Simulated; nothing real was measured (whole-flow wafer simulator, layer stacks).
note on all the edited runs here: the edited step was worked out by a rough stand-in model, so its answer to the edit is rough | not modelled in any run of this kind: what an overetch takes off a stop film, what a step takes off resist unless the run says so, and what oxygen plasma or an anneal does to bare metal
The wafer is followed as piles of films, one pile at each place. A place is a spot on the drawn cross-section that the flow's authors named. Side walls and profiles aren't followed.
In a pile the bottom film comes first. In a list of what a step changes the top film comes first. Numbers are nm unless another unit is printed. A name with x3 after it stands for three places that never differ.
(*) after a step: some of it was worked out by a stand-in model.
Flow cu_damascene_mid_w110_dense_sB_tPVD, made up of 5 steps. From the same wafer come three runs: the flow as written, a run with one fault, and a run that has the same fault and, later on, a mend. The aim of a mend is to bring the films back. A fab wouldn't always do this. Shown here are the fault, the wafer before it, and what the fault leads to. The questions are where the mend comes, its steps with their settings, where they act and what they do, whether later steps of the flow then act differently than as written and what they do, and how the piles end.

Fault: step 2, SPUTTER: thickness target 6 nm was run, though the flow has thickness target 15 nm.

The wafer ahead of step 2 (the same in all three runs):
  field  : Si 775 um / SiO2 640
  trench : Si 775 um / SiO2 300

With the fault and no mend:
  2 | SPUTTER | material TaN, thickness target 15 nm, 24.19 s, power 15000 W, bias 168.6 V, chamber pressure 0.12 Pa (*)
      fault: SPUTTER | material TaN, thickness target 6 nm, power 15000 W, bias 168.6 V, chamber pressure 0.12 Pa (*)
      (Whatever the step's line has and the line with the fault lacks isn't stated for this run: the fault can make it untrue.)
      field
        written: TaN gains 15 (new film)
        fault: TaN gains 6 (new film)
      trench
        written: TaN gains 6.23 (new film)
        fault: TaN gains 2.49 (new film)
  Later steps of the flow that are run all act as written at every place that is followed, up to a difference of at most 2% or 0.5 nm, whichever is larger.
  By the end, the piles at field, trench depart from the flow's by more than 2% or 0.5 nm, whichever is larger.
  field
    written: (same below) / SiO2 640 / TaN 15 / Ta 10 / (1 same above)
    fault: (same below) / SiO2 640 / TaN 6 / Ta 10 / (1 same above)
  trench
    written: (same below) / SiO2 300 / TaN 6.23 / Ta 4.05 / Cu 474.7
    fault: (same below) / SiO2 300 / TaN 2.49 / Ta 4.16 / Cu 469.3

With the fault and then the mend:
  The mend stands after step 2.
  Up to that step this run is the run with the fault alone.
  2a | SPUTTER | material TaN, thickness target 9 nm, power 15000 W, bias 168.6 V, chamber pressure 0.12 Pa (*) (a further turn of the flow's step 2, with different settings)
      field
        TaN gains 9
      trench
        TaN gains 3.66
  Later steps of the flow that are run all act as written at every place that is followed, up to a difference of at most 2% or 0.5 nm, whichever is larger.
  At the end the piles are close to the flow's at the places that both follow, differing by at most 2% or 0.5 nm, whichever is larger.
